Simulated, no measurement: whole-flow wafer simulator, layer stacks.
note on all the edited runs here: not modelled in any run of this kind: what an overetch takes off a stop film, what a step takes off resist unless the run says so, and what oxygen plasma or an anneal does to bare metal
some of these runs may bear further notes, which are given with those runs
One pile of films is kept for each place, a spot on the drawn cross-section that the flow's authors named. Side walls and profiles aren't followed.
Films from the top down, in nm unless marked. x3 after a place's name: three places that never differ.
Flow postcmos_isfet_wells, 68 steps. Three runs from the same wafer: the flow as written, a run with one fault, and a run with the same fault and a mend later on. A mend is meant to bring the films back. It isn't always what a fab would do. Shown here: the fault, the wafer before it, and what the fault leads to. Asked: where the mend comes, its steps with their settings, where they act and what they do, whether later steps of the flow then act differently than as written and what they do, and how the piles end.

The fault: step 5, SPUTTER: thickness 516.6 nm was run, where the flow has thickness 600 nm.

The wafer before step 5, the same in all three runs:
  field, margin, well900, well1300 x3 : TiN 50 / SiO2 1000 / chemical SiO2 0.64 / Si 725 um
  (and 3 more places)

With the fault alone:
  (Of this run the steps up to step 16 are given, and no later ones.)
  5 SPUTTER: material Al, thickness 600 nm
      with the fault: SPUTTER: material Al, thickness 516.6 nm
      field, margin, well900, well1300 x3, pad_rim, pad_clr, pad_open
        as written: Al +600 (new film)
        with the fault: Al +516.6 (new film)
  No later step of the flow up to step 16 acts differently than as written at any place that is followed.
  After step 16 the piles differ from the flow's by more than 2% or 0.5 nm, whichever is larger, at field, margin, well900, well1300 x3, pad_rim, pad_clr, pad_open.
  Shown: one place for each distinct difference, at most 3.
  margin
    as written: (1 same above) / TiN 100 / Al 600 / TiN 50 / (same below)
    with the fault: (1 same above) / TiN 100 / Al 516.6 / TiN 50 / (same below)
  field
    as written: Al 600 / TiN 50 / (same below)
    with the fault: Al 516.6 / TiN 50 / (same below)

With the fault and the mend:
  The mend comes after step 5.
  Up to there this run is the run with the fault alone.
  5a ETCH: chemistry al pan, depth target 594.1 nm
      field, margin, well900, well1300 x3, pad_rim, pad_clr, pad_open
        Al -516.6 (all of it)
  5b SPUTTER: material Al, thickness 600 nm (the flow's step 5 once more)
      field, margin, well900, well1300 x3, pad_rim, pad_clr, pad_open
        Al +600 (new film)
  No later step of the flow acts differently than as written at any place that is followed.
  At the end the piles are the same as the flow's at every place that both follow.
